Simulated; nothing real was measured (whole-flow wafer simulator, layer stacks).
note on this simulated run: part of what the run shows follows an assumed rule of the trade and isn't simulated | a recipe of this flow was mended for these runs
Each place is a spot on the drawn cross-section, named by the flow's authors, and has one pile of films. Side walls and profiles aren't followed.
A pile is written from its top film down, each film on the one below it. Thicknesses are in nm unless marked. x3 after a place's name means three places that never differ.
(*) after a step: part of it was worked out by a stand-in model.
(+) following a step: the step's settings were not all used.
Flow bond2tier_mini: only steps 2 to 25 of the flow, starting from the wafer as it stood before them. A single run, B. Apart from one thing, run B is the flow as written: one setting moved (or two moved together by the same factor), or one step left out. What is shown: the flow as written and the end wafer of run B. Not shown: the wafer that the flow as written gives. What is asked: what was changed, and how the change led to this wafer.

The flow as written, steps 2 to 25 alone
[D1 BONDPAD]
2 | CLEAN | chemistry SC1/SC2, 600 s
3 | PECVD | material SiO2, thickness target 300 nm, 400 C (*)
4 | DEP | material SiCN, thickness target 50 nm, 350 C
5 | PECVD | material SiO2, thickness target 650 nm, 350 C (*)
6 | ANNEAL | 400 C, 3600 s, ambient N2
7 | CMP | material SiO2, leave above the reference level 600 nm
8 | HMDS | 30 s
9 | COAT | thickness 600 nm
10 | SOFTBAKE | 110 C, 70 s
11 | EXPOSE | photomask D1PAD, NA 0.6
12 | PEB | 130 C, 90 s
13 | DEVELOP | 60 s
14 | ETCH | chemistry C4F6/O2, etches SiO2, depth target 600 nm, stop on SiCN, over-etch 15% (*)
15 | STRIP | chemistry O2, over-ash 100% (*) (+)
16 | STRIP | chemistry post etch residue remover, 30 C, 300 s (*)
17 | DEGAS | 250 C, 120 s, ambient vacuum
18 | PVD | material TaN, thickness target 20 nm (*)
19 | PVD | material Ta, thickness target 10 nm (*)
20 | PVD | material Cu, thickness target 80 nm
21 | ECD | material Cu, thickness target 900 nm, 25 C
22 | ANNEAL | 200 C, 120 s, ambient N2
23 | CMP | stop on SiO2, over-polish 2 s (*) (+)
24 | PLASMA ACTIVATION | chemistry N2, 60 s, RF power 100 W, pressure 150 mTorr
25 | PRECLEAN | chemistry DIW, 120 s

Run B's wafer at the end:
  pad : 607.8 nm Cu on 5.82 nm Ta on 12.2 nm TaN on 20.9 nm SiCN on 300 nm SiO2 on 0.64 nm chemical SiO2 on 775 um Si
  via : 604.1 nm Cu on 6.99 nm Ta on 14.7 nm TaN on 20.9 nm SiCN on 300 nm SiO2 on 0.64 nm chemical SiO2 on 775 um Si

The reason: step 14, ETCH: depth target 672 nm was run, though the flow has depth target 600 nm.

How this came from the change, step by step:
  14 | ETCH | chemistry C4F6/O2, etches SiO2, depth target 600 nm, stop on SiCN, over-etch 15% (*)
      pad, via: SiO2 loses 600 (all of it), SiCN loses 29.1 (it would be, as written: SiO2 loses 600 (all of it), SiCN loses 15.2)
      field: thick-KrF-resist loses 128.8 (it would be, as written: thick-KrF-resist loses 115)
  15 | STRIP | chemistry O2, over-ash 100% (*) (+)
      field: thick-KrF-resist loses 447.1 (all of it) (it would be, as written: thick-KrF-resist loses 460.9 (all of it))
